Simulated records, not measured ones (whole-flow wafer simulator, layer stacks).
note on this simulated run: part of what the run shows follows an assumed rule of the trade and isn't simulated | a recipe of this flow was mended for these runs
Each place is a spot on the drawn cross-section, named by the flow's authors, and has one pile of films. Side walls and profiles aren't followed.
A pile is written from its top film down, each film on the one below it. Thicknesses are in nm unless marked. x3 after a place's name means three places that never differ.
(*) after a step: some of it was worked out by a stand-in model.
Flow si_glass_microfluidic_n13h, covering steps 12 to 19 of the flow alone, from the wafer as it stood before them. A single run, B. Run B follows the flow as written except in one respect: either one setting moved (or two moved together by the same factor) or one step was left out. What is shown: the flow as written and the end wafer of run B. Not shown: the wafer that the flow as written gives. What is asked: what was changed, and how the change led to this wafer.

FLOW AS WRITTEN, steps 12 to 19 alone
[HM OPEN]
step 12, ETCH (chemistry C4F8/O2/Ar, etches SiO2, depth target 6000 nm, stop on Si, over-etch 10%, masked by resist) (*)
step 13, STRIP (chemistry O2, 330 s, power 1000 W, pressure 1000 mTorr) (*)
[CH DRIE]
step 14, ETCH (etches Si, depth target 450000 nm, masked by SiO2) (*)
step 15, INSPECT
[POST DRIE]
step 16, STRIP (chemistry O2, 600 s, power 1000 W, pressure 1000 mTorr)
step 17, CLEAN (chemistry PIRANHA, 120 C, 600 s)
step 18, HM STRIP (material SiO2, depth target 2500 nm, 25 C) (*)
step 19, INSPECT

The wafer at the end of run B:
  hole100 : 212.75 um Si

What caused this: step 12, ETCH: depth target 4704 nm was run, while the flow as written has depth target 6000 nm.

The path from the change to this, step by step:
  step 12, ETCH (chemistry C4F8/O2/Ar, etches SiO2, depth target 6000 nm, stop on Si, over-etch 10%, masked by resist) (*)
      hole100: -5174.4 SiO2 (it would be, as written: -6000 SiO2 (all of it), -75 Si)
      land: -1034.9 thick-i-line-resist (it would be, as written: -1320 thick-i-line-resist)
  step 13, STRIP (chemistry O2, 330 s, power 1000 W, pressure 1000 mTorr) (*)
      hole100: nothing (it would be, as written: +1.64 chemical SiO2 (new film), -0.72 Si)
      land: -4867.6 thick-i-line-resist (all of it) (it would be, as written: -4582.5 thick-i-line-resist (all of it))
  step 14, ETCH (etches Si, depth target 450000 nm, masked by SiO2) (*)
      hole100: -825.6 SiO2 (all of it), -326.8 um Si (it would be, as written: -1.64 chemical SiO2 (all of it), -450.64 um Si)
